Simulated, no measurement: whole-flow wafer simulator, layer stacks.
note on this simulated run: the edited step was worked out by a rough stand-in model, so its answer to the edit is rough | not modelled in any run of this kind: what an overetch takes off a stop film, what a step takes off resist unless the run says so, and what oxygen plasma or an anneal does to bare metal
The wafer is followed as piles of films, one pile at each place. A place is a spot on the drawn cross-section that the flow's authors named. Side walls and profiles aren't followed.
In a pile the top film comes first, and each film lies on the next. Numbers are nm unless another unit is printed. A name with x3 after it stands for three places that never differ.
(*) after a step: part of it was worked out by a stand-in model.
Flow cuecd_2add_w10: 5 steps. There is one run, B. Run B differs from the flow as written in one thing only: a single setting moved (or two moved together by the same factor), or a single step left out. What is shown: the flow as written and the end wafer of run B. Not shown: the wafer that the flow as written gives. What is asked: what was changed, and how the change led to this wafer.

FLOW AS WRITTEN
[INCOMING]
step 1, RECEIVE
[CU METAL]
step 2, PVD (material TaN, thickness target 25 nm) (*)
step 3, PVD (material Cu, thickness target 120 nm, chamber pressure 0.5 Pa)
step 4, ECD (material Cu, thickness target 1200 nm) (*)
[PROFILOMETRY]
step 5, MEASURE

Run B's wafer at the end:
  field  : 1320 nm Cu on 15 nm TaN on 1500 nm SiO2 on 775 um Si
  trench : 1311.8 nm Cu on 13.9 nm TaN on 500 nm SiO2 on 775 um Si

Cause: step 2, PVD: thickness target 15 nm was run, though the flow has thickness target 25 nm.
The wafer itself shows it: field has TaN 15, and step 2 as written asks for 25 nm.

The path from the change to this, step by step:
  step 2, PVD (material TaN, thickness target 25 nm) (*)
      field: +15 TaN (new film) (as written it would have been: +25 TaN (new film))
      trench: +13.9 TaN (new film) (as written it would have been: +23.2 TaN (new film))
